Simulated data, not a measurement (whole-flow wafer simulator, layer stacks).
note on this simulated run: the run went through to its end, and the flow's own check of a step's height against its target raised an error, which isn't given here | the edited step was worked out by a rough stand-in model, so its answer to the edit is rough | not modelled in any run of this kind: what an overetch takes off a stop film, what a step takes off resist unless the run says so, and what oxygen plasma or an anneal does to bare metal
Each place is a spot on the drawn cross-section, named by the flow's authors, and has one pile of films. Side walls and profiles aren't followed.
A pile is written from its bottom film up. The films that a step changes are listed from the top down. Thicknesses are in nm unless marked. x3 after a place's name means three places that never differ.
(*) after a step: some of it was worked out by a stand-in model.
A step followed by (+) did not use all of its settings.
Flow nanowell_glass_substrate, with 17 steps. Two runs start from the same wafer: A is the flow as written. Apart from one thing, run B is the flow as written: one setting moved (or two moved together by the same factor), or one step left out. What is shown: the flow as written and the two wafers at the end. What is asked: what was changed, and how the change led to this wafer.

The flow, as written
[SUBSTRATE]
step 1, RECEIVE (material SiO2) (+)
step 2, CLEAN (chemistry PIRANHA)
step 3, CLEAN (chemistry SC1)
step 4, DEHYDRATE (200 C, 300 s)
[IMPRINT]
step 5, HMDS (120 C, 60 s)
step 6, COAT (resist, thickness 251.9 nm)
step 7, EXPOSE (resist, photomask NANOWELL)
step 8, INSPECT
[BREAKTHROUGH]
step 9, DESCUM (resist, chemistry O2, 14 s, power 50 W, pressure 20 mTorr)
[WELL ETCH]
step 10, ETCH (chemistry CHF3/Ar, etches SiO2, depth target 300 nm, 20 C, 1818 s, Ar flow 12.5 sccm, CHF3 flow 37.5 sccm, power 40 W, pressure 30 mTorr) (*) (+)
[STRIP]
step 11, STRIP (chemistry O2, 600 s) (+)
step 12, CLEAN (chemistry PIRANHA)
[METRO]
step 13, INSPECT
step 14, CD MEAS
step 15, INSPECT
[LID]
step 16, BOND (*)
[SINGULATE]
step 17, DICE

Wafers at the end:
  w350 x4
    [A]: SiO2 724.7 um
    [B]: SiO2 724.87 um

What caused this: step 10, ETCH: depth target 128 nm was run, though the flow has depth target 300 nm; step 10, ETCH: 773 s was run, where the flow has 1818 s.

The path from the change to this, step by step:
  step 10, ETCH (chemistry CHF3/Ar, etches SiO2, depth target 300 nm, 20 C, 1818 s, Ar flow 12.5 sccm, CHF3 flow 37.5 sccm, power 40 W, pressure 30 mTorr) (*) (+)
      w350 x4: A SiO2 loses 300 | B SiO2 loses 128
      land: A resist loses 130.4 | B resist loses 55.7
  step 11, STRIP (chemistry O2, 600 s) (+)
      land: A resist loses 125.9 (all of it) | B resist loses 200.7 (all of it)
